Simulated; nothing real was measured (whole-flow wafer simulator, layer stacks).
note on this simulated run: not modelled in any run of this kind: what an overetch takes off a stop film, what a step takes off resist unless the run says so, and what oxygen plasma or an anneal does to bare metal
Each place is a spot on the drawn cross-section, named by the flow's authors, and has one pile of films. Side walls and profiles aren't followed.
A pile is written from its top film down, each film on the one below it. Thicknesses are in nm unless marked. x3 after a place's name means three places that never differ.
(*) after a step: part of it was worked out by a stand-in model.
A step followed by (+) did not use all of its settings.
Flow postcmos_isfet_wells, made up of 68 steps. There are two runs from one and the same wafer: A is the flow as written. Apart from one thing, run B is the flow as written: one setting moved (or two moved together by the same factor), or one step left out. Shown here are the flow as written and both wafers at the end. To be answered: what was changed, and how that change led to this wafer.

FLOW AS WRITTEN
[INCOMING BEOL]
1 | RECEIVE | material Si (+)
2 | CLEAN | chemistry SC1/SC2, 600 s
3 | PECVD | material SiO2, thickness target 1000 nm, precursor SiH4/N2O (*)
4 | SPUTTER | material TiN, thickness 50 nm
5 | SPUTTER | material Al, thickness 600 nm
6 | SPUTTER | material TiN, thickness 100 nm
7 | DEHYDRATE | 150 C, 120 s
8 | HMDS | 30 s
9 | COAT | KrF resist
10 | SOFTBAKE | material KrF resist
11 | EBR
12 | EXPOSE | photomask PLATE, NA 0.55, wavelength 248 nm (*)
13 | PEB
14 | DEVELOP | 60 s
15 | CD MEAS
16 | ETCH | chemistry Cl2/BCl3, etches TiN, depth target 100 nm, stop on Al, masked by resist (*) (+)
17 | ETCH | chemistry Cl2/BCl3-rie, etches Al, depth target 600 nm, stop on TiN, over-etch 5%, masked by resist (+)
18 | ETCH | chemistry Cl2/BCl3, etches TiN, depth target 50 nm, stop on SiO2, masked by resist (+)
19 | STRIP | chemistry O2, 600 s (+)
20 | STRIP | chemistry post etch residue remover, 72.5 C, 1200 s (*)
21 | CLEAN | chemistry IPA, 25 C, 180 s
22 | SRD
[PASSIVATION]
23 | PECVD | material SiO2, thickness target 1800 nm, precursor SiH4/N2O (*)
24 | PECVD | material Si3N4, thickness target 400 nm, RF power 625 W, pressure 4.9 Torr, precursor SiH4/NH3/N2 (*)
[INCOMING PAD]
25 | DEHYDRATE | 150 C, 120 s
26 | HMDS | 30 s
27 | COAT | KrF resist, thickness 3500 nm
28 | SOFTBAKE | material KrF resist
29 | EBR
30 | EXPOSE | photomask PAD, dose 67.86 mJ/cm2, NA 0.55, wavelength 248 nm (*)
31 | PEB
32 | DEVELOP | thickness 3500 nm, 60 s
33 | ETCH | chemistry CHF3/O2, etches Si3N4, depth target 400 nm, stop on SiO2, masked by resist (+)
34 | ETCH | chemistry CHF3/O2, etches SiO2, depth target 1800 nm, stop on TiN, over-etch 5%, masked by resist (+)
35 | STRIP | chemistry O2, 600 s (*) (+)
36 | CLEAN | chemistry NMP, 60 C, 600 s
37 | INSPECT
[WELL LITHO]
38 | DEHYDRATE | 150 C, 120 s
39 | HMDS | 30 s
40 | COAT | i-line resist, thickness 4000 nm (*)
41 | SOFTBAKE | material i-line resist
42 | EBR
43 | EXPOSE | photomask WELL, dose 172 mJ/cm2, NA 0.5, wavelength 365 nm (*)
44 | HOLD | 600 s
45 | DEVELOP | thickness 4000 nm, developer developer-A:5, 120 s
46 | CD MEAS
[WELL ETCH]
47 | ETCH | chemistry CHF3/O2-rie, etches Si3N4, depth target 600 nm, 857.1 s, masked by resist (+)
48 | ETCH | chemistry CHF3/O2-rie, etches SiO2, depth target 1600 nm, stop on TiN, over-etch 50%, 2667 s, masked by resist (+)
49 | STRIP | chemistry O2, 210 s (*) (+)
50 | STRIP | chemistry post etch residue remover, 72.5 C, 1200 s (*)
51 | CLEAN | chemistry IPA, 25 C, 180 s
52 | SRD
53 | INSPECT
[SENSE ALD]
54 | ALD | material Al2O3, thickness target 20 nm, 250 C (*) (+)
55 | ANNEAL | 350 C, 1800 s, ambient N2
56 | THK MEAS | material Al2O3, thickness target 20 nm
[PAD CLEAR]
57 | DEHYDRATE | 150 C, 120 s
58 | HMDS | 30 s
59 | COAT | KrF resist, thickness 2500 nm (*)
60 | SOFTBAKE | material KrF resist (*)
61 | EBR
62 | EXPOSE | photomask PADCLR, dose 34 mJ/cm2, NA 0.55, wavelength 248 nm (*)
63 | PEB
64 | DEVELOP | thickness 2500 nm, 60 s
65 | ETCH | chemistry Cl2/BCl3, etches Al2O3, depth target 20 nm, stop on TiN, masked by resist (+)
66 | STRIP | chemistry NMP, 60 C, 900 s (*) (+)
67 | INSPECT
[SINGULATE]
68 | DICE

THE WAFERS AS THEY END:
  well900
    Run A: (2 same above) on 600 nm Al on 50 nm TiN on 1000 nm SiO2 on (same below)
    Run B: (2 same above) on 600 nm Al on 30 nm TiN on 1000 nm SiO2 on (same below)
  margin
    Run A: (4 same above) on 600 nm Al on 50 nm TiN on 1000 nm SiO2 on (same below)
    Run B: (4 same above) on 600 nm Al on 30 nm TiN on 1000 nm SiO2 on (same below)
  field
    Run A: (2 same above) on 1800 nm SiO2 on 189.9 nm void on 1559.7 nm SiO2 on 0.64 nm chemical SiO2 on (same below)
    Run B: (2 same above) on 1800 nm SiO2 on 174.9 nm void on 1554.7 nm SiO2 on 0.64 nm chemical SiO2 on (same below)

What caused this: step 4, SPUTTER: thickness 30 nm was run, whereas the flow has thickness 50 nm.
The wafer lets one read it off: well900 has TiN 30, and step 4 as written asks for 50 nm.

Step by step, how the change led to this:
  4 | SPUTTER | material TiN, thickness 50 nm
      field, margin, well900 and 6 more: A TiN gains 50 (new film) | B TiN gains 30 (new film)
  18 | ETCH | chemistry Cl2/BCl3, etches TiN, depth target 50 nm, stop on SiO2, masked by resist (+)
      margin, well900, well1300, well2000, well3000, pad_rim, pad_clr, pad_open: A KrF resist loses 20 | B KrF resist loses 18
      field: A TiN loses 50 (all of it) | B TiN loses 30 (all of it)
  23 | PECVD | material SiO2, thickness target 1800 nm, precursor SiH4/N2O (*)
      field: A SiO2 gains 1800 (new film), void gains 189.9 (new film), SiO2 gains 559.7 | B SiO2 gains 1800 (new film), void gains 174.9 (new film), SiO2 gains 554.7
